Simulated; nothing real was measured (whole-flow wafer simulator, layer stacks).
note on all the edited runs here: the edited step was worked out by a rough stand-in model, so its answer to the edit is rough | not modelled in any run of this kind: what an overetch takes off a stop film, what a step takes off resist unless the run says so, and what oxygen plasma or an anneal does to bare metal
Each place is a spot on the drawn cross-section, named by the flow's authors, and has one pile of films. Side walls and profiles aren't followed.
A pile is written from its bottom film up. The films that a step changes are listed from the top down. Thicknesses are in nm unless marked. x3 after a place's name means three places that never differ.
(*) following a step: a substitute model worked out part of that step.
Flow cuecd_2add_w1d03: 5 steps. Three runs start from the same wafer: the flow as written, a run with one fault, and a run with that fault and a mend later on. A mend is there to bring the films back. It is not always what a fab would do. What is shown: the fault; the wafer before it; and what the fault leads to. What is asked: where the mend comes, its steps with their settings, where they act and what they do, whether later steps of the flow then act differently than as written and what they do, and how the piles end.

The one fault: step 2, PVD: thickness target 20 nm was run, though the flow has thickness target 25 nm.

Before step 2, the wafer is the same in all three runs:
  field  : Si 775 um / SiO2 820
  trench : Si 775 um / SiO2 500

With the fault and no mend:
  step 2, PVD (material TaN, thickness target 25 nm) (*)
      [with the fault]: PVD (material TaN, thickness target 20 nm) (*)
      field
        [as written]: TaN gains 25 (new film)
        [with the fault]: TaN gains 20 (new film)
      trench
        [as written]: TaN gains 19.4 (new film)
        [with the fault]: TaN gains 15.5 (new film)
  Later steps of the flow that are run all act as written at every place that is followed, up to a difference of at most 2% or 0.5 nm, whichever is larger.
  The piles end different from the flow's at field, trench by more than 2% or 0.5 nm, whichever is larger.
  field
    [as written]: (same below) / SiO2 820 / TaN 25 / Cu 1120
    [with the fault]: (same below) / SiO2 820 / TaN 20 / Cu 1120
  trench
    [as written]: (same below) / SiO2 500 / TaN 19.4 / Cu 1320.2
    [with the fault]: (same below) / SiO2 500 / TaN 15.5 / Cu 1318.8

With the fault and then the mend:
  The mend follows step 2.
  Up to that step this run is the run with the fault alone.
  step 2a, PVD (material TaN, thickness target 5 nm) (*) (a further turn of the flow's step 2, with different settings)
      field
        TaN gains 5
      trench
        TaN gains 3.84
  Later steps of the flow that are run all act as written at every place that is followed.
  When the end is reached, the piles differ only a little from the flow's at the places that both follow, at most by 2% or 0.5 nm, whichever is larger.
